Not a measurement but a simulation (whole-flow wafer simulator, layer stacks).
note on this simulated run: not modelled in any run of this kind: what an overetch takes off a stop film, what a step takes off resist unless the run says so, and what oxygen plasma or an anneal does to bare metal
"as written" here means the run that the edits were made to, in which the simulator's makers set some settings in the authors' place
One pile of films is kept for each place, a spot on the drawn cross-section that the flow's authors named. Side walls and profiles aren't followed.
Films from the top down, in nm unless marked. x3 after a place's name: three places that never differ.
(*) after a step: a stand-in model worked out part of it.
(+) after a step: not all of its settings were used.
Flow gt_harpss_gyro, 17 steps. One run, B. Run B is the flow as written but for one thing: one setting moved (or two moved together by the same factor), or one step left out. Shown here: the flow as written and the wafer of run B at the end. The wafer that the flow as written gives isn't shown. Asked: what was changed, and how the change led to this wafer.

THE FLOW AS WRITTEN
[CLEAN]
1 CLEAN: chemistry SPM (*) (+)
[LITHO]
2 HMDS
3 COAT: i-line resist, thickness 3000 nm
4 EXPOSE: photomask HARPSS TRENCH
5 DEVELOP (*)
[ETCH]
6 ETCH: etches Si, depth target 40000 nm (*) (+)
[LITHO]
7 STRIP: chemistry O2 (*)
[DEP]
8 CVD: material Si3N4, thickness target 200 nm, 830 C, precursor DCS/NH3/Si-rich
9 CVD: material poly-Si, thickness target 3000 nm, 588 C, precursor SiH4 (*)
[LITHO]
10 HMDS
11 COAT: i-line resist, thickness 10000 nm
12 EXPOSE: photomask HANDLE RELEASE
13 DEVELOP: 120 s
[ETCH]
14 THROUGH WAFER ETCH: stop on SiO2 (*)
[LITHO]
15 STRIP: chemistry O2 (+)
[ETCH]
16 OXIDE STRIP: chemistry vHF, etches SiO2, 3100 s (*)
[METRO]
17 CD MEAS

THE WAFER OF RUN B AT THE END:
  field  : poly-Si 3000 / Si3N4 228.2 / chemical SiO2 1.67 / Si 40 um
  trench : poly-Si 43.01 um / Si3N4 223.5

The cause: step 8, CVD: thickness target 228.2 nm was run, where the flow has thickness target 200 nm.
It can be read off the wafer: field has Si3N4 228.2, and step 8 as written asks for 200 nm.

How the change led to this, step by step:
  8 CVD: material Si3N4, thickness target 200 nm, 830 C, precursor DCS/NH3/Si-rich
      field: Si3N4 +228.2 (new film) (as written it would be: Si3N4 +200 (new film))
      trench: Si3N4 +223.5 (new film) (as written it would be: Si3N4 +195.9 (new film))
